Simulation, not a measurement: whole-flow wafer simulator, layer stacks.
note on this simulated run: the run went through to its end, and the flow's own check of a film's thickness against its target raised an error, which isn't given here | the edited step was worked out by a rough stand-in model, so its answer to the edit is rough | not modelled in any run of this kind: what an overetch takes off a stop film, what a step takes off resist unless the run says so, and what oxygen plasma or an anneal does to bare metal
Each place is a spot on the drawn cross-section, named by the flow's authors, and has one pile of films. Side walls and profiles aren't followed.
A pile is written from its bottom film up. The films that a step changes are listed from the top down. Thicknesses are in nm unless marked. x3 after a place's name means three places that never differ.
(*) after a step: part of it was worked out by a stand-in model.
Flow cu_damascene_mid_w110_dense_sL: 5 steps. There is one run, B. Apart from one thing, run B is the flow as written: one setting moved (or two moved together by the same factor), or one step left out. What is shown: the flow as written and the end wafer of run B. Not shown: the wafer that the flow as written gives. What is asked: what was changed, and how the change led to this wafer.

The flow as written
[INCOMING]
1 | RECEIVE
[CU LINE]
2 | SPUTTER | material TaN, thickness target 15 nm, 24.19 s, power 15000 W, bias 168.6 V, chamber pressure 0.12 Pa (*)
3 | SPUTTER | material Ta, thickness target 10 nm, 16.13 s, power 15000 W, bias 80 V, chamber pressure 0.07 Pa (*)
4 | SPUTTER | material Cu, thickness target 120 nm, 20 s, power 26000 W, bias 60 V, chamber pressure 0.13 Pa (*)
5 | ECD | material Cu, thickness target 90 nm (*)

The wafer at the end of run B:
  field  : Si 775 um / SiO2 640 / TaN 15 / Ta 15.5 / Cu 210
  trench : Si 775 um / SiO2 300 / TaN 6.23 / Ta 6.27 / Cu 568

What caused this: step 3, SPUTTER: thickness target 15.5 nm was run, though the flow has thickness target 10 nm; step 3, SPUTTER: 25 s was run, where the flow has 16.13 s.
The wafer lets one read it off: field has Ta 15.5, and step 3 as written asks for 10 nm.

The path from the change to this, step by step:
  3 | SPUTTER | material Ta, thickness target 10 nm, 16.13 s, power 15000 W, bias 80 V, chamber pressure 0.07 Pa (*)
      field: +15.5 Ta (new film) (in the flow as written it would be: +10 Ta (new film))
      trench: +6.27 Ta (new film) (in the flow as written it would be: +4.05 Ta (new film))
